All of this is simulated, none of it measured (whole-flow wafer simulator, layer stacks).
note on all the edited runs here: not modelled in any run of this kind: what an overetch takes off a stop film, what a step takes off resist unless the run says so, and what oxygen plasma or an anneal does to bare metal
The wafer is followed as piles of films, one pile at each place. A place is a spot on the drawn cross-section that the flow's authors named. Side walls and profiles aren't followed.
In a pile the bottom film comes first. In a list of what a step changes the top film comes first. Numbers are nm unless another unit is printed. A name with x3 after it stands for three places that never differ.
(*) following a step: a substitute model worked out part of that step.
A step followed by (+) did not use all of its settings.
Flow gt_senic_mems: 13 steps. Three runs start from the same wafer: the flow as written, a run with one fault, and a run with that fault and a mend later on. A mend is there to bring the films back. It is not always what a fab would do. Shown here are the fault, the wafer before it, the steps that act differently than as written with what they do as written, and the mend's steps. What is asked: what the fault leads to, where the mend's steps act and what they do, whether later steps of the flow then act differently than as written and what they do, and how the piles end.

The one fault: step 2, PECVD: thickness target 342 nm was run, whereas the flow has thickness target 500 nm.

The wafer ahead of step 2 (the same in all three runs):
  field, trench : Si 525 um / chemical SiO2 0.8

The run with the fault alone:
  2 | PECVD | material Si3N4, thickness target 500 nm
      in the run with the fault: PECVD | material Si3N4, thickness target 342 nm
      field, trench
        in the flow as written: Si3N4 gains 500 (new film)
        in the run with the fault: Si3N4 gains 342 (new film)
  Steps further on in the flow that do not act as written (2 other steps are not shown; they differ only slightly, by no more than 2% or 0.5 nm, whichever is larger):
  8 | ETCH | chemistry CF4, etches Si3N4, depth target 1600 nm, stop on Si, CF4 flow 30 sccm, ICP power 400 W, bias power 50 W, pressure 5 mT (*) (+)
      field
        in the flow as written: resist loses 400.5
        in the run with the fault: resist loses 295.2
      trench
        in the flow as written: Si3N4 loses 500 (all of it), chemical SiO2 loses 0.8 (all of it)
        in the run with the fault: Si3N4 loses 342 (all of it), chemical SiO2 loses 0.8 (all of it)
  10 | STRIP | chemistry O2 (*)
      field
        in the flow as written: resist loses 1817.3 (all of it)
        in the run with the fault: resist loses 1922.6 (all of it)
  By the end, the piles at field depart from the flow's by more than 2% or 0.5 nm, whichever is larger.
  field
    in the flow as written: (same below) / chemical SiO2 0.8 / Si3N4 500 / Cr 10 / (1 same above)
    in the run with the fault: (same below) / chemical SiO2 0.8 / Si3N4 342 / Cr 10 / (1 same above)

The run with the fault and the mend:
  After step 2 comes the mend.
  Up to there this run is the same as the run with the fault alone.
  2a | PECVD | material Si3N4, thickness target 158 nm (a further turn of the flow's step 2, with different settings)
      field, trench
        Si3N4 gains 158
  None of the later steps of the flow acts differently than as written at any place that is followed.
  At every place that both follow, the piles at the end match the flow's.
